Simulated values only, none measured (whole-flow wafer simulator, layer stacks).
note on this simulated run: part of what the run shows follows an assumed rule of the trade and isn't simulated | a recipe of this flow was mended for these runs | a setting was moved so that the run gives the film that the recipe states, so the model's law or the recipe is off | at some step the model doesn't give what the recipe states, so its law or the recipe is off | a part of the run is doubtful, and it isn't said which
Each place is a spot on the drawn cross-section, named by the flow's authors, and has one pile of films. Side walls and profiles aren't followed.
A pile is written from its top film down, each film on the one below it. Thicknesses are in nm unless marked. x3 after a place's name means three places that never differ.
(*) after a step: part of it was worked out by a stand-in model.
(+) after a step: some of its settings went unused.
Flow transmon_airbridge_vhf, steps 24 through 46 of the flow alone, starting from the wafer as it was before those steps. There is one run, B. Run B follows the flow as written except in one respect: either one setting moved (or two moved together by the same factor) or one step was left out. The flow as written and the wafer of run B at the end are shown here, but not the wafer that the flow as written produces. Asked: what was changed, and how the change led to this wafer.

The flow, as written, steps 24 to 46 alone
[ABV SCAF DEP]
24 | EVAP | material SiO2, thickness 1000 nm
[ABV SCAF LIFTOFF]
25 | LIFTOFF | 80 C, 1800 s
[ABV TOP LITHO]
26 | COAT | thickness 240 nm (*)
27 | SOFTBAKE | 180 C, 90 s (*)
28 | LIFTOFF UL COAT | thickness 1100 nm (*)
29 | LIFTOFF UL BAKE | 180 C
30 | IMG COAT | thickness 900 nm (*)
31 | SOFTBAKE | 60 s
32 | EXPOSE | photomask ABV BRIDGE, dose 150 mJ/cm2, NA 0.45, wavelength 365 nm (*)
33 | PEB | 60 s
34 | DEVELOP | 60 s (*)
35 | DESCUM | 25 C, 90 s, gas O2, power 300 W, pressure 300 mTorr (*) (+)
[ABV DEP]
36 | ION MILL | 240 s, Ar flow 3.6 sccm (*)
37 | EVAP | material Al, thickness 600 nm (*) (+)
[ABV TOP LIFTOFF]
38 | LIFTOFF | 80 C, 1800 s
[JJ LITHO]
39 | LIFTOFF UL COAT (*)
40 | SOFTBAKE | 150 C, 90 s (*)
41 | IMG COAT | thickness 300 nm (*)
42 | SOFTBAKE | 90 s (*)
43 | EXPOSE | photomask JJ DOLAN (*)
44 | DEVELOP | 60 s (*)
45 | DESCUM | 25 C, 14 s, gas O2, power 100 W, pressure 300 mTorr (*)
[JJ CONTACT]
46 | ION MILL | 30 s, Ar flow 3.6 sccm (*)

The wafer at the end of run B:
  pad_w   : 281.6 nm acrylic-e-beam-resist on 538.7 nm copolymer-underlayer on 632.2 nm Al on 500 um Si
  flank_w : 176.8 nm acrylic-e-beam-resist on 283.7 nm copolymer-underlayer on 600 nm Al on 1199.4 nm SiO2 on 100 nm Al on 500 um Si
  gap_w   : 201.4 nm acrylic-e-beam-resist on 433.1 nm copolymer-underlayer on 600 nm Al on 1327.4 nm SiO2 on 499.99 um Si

The reason: step 24, EVAP: thickness 1360 nm was run, while the flow as written has thickness 1000 nm; step 36, ION MILL: 326 s was run, where the flow has 240 s.

How this came from the change, step by step:
  24 | EVAP | material SiO2, thickness 1000 nm
      field x3, jj_line, ground_far and 10 more: +1360 SiO2 (new film) (in the flow as written it would be: +1000 SiO2 (new film))
      flank_w, flank_e: +1231.9 SiO2 (new film) (in the flow as written it would be: +905.8 SiO2 (new film))
  25 | LIFTOFF | 80 C, 1800 s
      field x3, jj_line, trace_open_s x2: -1360 SiO2 (all of it), -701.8 i-line-resist (all of it), -1100 lift-off-underlayer (all of it), -240 acrylic-e-beam-resist (all of it) (in the flow as written it would be: -1000 SiO2 (all of it), -701.8 i-line-resist (all of it), -1100 lift-off-underlayer (all of it), -240 acrylic-e-beam-resist (all of it))
      pad_w, pad_e: -1360 SiO2 (all of it), -696.3 i-line-resist (all of it), -1089.9 lift-off-underlayer (all of it), -239.3 acrylic-e-beam-resist (all of it) (in the flow as written it would be: -1000 SiO2 (all of it), -696.3 i-line-resist (all of it), -1089.9 lift-off-underlayer (all of it), -239.3 acrylic-e-beam-resist (all of it))
      (also at 1 further place)
  26 | COAT | thickness 240 nm (*)
      flank_w, flank_e: +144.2 acrylic-e-beam-resist (new film) (in the flow as written it would be: +155.2 acrylic-e-beam-resist (new film))
      gap_w, gap_e: +195.3 acrylic-e-beam-resist (new film) (in the flow as written it would be: +211.2 acrylic-e-beam-resist (new film))
      (also at 6 further places)
  28 | LIFTOFF UL COAT | thickness 1100 nm (*)
      gap_w, gap_e: +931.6 lift-off-underlayer (new film) (in the flow as written it would be: +979.6 lift-off-underlayer (new film))
      margin_s, margin_n: +744.6 lift-off-underlayer (new film) (in the flow as written it would be: +823.4 lift-off-underlayer (new film))
      (also at 6 further places)
  30 | IMG COAT | thickness 900 nm (*)
      gap_w, gap_e: +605 i-line-resist (new film) (in the flow as written it would be: +685.3 i-line-resist (new film))
      margin_s, margin_n: +490.4 i-line-resist (new film) (in the flow as written it would be: +603.2 i-line-resist (new film))
      (also at 7 further places)
  33 | PEB | 60 s
      flank_w, flank_e: -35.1 i-line-resist (in the flow as written it would be: -38.8 i-line-resist)
      gap_w, gap_e: -30.8 i-line-resist (in the flow as written it would be: -35 i-line-resist)
      (also at 7 further places)
  34 | DEVELOP | 60 s (*)
      gap_w, gap_e: -574.2 i-line-resist (all of it), -931.6 lift-off-underlayer (all of it) (in the flow as written it would be: -650.2 i-line-resist (all of it), -979.6 lift-off-underlayer (all of it))
      pad_w: -967.8 i-line-resist (all of it), -1301.2 lift-off-underlayer (all of it) (in the flow as written it would be: -937.3 i-line-resist (all of it), -1246.2 lift-off-underlayer (all of it))
      (also at 5 further places)
  35 | DESCUM | 25 C, 90 s, gas O2, power 300 W, pressure 300 mTorr (*) (+)
      field x3, jj_line, ground_far, trace_open_s x2, margin_s, margin_n: -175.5 i-line-resist (in the flow as written it would be: -167.2 i-line-resist)
      flank_w, flank_e: -144.2 acrylic-e-beam-resist (all of it) (in the flow as written it would be: -155.2 acrylic-e-beam-resist (all of it))
      (also at 6 further places)
  36 | ION MILL | 240 s, Ar flow 3.6 sccm (*)
      field x3, jj_line, ground_far, trace_open_s x2, margin_s, margin_n: -36 i-line-resist (in the flow as written it would be: -26.5 i-line-resist)
      flank_w, gap_w, cpw_trace, gap_e, flank_e, bridge_strip: -32.6 SiO2 (in the flow as written it would be: -24 SiO2)
      (also at 2 further places)
  38 | LIFTOFF | 80 C, 1800 s
      field x3, jj_line, trace_open_s x2: -600 Al (all of it), -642 i-line-resist (all of it), -1100 lift-off-underlayer (all of it), -240 acrylic-e-beam-resist (all of it) (in the flow as written it would be: -600 Al (all of it), -659.8 i-line-resist (all of it), -1100 lift-off-underlayer (all of it), -240 acrylic-e-beam-resist (all of it))
      margin_s, margin_n: -600 Al (all of it), -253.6 i-line-resist (all of it), -744.6 lift-off-underlayer (all of it), -148.6 acrylic-e-beam-resist (all of it) (in the flow as written it would be: -600 Al (all of it), -378.2 i-line-resist (all of it), -823.4 lift-off-underlayer (all of it), -168.6 acrylic-e-beam-resist (all of it))
      (also at 1 further place)
  39 | LIFTOFF UL COAT (*)
      pad_w, pad_e: +538.7 copolymer-underlayer (new film) (in the flow as written it would be: +513.6 copolymer-underlayer (new film))
      flank_w, flank_e: +283.7 copolymer-underlayer (new film) (in the flow as written it would be: +308 copolymer-underlayer (new film))
      (also at 6 further places)
  41 | IMG COAT | thickness 300 nm (*)
      pad_w, pad_e: +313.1 acrylic-e-beam-resist (new film) (in the flow as written it would be: +300.2 acrylic-e-beam-resist (new film))
      flank_w, flank_e: +208.4 acrylic-e-beam-resist (new film) (in the flow as written it would be: +217.1 acrylic-e-beam-resist (new film))
      (also at 6 further places)
